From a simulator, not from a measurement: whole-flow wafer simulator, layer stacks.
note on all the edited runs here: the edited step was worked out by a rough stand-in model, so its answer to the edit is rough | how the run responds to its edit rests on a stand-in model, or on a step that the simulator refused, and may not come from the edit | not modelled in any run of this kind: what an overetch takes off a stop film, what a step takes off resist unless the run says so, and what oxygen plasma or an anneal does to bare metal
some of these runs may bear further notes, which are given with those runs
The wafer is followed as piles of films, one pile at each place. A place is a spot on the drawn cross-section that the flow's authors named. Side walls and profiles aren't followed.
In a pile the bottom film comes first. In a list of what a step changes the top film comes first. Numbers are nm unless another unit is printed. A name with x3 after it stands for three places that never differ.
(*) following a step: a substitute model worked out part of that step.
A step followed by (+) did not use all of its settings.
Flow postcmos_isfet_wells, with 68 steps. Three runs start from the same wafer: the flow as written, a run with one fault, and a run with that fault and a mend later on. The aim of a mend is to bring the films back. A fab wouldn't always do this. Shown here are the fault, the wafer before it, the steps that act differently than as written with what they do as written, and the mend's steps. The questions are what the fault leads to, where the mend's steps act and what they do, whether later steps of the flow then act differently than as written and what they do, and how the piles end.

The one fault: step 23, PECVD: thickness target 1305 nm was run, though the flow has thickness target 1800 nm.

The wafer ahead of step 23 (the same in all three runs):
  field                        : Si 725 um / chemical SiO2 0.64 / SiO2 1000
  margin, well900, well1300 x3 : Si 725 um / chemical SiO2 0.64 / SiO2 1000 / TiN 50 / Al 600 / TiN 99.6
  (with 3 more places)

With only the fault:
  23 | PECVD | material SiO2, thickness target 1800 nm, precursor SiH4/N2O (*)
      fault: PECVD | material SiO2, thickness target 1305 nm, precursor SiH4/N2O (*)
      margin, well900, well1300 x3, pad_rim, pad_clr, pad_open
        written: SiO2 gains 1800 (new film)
        fault: SiO2 gains 1305 (new film)
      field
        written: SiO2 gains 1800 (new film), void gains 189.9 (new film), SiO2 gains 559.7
        fault: SiO2 gains 1305 (new film), void gains 190.1 (new film), SiO2 gains 559.5
  Steps further on in the flow that do not act as written:
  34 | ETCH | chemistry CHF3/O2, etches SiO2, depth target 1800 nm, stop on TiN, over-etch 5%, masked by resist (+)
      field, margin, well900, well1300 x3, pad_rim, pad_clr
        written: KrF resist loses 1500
        fault: KrF resist loses 1141.9
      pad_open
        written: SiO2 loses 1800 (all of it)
        fault: SiO2 loses 1305 (all of it)
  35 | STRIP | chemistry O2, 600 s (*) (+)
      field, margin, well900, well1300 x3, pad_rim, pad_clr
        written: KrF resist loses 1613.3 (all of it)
        fault: KrF resist loses 1971.4 (all of it)
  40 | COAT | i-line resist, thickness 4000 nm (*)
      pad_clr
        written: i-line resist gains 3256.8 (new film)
        fault: i-line resist gains 3413.4 (new film)
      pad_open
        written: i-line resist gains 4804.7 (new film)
        fault: i-line resist gains 4626.3 (new film)
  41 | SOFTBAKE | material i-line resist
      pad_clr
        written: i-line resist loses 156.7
        fault: i-line resist loses 109.3
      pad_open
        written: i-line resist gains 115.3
        fault: i-line resist gains 92.5
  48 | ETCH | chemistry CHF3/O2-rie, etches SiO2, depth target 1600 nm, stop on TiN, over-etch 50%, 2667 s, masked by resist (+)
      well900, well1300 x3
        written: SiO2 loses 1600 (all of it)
        fault: SiO2 loses 1105 (all of it)
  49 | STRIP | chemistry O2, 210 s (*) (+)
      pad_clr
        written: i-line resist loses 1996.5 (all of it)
        fault: i-line resist loses 2200.5 (all of it)
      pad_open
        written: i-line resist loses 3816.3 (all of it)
        fault: i-line resist loses 3615.2 (all of it)
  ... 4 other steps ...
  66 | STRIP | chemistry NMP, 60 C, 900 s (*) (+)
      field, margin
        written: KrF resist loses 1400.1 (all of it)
        fault: KrF resist loses 1634.9 (all of it)
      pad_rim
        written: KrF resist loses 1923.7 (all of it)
        fault: KrF resist loses 2035.7 (all of it)
  At field, margin, pad_rim, pad_clr, the piles at the end differ from the flow's by more than 2% or 0.5 nm, whichever is larger.
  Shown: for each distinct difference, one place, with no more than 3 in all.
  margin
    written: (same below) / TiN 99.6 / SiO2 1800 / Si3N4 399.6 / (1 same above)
    fault: (same below) / TiN 99.6 / SiO2 1305 / Si3N4 399.6 / (1 same above)
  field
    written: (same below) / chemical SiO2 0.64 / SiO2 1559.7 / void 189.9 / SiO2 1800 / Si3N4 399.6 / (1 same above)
    fault: (same below) / chemical SiO2 0.64 / SiO2 1559.5 / void 190.1 / SiO2 1305 / Si3N4 399.6 / (1 same above)
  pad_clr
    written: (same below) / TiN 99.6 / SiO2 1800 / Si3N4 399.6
    fault: (same below) / TiN 99.6 / SiO2 1305 / Si3N4 399.6

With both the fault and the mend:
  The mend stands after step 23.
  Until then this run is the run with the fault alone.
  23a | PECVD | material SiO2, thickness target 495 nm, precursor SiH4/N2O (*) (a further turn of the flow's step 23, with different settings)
      field, margin, well900, well1300 x3, pad_rim, pad_clr, pad_open
        SiO2 gains 495
  Later steps of the flow that are run all act as written at every place that is followed.
  When the end is reached, the piles differ only a little from the flow's at the places that both follow, at most by 2% or 0.5 nm, whichever is larger.
